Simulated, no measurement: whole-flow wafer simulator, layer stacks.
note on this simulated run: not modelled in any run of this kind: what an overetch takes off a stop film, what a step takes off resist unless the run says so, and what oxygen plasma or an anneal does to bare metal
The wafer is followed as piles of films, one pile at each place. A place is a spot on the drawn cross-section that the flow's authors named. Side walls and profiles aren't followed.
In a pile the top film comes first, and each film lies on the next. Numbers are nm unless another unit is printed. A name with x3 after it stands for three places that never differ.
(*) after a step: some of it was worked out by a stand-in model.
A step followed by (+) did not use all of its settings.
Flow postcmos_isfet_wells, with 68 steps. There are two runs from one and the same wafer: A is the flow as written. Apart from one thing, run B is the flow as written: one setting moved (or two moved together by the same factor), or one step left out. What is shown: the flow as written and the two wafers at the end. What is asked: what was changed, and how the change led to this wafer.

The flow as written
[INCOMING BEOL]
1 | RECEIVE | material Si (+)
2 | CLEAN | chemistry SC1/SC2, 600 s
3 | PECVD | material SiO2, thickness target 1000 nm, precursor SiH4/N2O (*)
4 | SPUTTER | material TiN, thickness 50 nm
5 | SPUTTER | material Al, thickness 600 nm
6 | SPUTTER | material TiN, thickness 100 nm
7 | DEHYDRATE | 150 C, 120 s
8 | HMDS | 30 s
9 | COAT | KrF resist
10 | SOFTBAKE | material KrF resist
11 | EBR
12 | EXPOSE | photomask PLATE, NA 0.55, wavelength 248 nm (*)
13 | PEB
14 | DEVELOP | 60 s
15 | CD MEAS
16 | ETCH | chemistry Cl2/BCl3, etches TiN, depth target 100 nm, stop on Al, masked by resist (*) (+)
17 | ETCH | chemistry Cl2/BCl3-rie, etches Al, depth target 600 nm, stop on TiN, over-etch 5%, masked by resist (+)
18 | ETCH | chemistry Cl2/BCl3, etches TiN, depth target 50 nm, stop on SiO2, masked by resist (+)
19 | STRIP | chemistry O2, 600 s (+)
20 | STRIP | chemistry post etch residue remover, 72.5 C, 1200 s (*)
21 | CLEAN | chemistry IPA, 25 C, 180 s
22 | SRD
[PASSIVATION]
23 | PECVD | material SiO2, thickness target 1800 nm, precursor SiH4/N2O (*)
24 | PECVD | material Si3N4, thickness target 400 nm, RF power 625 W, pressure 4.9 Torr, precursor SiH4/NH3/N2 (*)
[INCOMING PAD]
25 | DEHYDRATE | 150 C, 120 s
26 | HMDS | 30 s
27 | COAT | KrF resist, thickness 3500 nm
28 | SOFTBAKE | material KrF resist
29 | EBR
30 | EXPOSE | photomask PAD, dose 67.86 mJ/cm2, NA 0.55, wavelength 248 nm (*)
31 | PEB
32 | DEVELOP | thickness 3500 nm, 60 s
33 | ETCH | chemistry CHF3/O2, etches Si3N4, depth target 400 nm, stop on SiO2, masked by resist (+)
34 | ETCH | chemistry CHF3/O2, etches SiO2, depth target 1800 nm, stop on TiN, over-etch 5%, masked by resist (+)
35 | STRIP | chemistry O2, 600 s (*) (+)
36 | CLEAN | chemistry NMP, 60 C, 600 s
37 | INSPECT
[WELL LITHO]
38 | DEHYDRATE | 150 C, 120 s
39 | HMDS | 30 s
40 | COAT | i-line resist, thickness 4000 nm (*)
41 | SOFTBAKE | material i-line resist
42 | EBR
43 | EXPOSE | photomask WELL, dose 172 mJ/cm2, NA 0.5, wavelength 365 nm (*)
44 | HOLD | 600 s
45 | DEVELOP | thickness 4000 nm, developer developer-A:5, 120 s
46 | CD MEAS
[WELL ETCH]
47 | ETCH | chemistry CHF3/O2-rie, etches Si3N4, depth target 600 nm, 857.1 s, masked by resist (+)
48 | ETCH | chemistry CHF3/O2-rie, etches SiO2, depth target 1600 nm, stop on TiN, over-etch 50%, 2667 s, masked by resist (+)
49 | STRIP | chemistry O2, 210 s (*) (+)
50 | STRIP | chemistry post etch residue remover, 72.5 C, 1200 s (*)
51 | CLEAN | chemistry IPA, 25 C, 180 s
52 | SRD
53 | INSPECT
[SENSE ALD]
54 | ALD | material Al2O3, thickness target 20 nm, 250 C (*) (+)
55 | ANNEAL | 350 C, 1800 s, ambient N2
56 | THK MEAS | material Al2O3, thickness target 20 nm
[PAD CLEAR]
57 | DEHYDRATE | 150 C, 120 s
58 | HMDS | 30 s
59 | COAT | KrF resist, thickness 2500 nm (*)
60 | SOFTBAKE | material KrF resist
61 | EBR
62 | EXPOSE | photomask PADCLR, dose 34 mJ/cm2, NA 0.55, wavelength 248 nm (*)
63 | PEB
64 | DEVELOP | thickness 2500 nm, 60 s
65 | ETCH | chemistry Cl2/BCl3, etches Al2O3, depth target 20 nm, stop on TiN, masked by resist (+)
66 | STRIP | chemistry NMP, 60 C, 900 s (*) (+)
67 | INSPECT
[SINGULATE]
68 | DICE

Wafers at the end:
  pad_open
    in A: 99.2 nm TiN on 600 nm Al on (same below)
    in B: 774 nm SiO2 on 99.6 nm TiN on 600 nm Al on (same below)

The reason: step 34, ETCH: depth target 1026 nm was run, though the flow has depth target 1800 nm.

How this came from the change, step by step:
  34 | ETCH | chemistry CHF3/O2, etches SiO2, depth target 1800 nm, stop on TiN, over-etch 5%, masked by resist (+)
      pad_open: A SiO2 loses 1800 (all of it) | B SiO2 loses 1026
      field, margin, well900, well1300 x3, pad_rim, pad_clr: A KrF resist loses 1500 | B KrF resist loses 855
  35 | STRIP | chemistry O2, 600 s (*) (+)
      field, margin, well900, well1300 x3, pad_rim, pad_clr: A KrF resist loses 1613.3 (all of it) | B KrF resist loses 2258.3 (all of it)
  40 | COAT | i-line resist, thickness 4000 nm (*)
      pad_clr: A i-line resist gains 3256.8 (new film) | B i-line resist gains 3503.9 (new film)
      pad_open: A i-line resist gains 4804.7 (new film) | B i-line resist gains 4525.4 (new film)
  41 | SOFTBAKE | material i-line resist
      pad_clr: A i-line resist loses 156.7 | B i-line resist loses 84.9
      pad_open: A i-line resist gains 115.3 | B i-line resist gains 78.7
  49 | STRIP | chemistry O2, 210 s (*) (+)
      pad_clr: A i-line resist loses 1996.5 (all of it) | B i-line resist loses 2315.3 (all of it)
      pad_open: A i-line resist loses 3816.3 (all of it) | B i-line resist loses 3500.4 (all of it)
  59 | COAT | KrF resist, thickness 2500 nm (*)
      pad_rim: A KrF resist gains 1976.4 (new film) | B KrF resist gains 2156.2 (new film)
      pad_clr: A KrF resist gains 1691.6 (new film) | B KrF resist gains 1959 (new film)
      (as well as at 1 more place)
  60 | SOFTBAKE | material KrF resist
      pad_clr: A KrF resist loses 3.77 | B KrF resist loses 2.78
  63 | PEB
      pad_rim: A KrF resist loses 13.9 | B KrF resist loses 15.2
      pad_clr: A KrF resist loses 11.8 | B KrF resist loses 13.7
      (as well as at 1 more place)
  64 | DEVELOP | thickness 2500 nm, 60 s
      pad_clr: A KrF resist loses 1676 (all of it) | B KrF resist loses 1942.5 (all of it)
      pad_open: A KrF resist loses 3045.1 (all of it) | B KrF resist loses 2848.3 (all of it)
  66 | STRIP | chemistry NMP, 60 C, 900 s (*) (+)
      pad_rim: A KrF resist loses 1923.7 (all of it) | B KrF resist loses 2101.9 (all of it)
